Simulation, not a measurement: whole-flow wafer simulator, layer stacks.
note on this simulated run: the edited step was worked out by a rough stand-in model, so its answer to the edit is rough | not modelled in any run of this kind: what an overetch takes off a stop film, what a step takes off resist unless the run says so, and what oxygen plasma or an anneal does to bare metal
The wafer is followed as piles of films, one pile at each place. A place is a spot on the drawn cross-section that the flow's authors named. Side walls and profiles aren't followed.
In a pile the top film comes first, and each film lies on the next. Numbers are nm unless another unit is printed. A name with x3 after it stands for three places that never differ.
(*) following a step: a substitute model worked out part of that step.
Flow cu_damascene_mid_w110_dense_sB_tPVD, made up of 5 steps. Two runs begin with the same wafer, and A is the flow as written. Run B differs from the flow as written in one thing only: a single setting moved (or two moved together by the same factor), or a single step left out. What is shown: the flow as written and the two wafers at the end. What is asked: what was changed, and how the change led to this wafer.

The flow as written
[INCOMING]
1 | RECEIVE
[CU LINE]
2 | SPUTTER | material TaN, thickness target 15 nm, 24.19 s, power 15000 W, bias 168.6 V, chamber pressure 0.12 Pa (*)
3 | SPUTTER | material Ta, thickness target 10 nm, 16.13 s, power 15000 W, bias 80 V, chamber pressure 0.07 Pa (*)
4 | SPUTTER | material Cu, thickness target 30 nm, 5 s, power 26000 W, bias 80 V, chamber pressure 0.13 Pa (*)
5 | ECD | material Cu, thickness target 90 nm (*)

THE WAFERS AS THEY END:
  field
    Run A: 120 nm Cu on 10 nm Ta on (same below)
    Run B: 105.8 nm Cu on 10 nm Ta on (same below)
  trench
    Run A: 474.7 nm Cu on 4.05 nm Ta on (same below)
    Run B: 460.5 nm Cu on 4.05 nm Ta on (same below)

Cause: step 4, SPUTTER: thickness target 15.8 nm was run, while the flow as written has thickness target 30 nm; step 4, SPUTTER: 2.62 s was run, where the flow has 5 s.

The path from the change to this, step by step:
  4 | SPUTTER | material Cu, thickness target 30 nm, 5 s, power 26000 W, bias 80 V, chamber pressure 0.13 Pa (*)
      field: A +30 Cu (new film) | B +15.8 Cu (new film)
      trench: A +12.5 Cu (new film) | B +6.57 Cu (new film)
